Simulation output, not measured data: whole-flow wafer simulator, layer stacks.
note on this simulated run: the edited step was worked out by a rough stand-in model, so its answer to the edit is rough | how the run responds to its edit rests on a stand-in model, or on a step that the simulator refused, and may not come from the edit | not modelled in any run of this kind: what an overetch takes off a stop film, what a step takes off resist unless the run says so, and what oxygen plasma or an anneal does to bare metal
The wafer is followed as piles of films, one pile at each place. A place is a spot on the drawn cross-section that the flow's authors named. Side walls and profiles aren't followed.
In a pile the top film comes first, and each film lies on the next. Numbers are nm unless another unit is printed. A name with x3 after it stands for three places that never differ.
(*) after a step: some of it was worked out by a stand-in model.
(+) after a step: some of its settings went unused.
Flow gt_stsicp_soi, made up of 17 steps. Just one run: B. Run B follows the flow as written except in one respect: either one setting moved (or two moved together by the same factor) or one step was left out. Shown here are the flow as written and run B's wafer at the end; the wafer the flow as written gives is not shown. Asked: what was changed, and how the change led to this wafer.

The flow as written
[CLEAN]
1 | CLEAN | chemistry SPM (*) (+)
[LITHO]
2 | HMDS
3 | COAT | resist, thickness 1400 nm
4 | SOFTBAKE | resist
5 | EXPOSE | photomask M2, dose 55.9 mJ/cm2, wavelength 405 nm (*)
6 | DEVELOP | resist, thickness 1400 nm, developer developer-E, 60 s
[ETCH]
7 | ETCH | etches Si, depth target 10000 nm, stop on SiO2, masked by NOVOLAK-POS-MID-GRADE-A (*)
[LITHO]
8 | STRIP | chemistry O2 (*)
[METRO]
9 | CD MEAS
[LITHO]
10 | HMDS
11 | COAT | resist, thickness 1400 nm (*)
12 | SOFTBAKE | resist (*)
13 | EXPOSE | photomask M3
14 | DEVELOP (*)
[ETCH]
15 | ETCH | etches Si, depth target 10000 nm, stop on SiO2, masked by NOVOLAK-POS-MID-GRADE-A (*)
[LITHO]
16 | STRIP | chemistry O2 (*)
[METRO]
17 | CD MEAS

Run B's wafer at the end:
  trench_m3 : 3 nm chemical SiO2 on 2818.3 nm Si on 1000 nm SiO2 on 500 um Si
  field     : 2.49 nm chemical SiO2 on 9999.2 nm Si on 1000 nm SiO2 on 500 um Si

The reason: step 15, ETCH: depth target 7180 nm was run, though the flow has depth target 10000 nm.

How this came from the change, step by step:
  15 | ETCH | etches Si, depth target 10000 nm, stop on SiO2, masked by NOVOLAK-POS-MID-GRADE-A (*)
      trench_m3: -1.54 chemical SiO2 (all of it), -7180 Si (in the flow as written it would be: -1.54 chemical SiO2 (all of it), -9999.6 Si (all of it))
      field, trench_m2: -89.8 resist (in the flow as written it would be: -125 resist)
  16 | STRIP | chemistry O2 (*)
      trench_m3: +3 chemical SiO2 (new film), -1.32 Si (in the flow as written it would be: nothing)
      field: -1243 resist (all of it), +0.94 chemical SiO2, -0.41 Si (in the flow as written it would be: -1207.8 resist (all of it), +0.94 chemical SiO2, -0.41 Si)
